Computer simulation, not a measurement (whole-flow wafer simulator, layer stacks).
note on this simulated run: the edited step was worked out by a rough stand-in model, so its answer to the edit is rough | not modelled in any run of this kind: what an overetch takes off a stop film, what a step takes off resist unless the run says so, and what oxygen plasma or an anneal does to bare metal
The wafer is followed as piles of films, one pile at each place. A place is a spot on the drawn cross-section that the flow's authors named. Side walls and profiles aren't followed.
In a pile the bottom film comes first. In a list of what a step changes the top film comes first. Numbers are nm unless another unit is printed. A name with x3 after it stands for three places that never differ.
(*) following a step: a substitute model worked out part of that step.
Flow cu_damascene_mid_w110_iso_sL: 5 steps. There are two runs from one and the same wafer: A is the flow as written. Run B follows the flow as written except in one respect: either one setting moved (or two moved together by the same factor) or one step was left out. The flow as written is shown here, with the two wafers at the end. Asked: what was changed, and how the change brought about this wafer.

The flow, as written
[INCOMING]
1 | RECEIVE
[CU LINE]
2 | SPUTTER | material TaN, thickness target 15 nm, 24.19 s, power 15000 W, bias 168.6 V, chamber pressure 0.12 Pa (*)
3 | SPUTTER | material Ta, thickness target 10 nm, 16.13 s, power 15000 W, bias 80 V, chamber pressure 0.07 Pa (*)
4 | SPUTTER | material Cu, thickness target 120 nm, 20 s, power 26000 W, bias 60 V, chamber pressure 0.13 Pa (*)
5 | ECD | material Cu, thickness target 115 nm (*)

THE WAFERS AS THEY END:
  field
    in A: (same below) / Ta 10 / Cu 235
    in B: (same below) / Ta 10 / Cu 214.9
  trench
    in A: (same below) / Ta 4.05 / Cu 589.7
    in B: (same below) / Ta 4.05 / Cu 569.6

What caused this: step 5, ECD: thickness target 94.9 nm was run, while the flow as written has thickness target 115 nm.

Step by step, how the change led to this:
  5 | ECD | material Cu, thickness target 115 nm (*)
      field: A Cu gains 115 | B Cu gains 94.9
      trench: A Cu gains 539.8 | B Cu gains 519.7
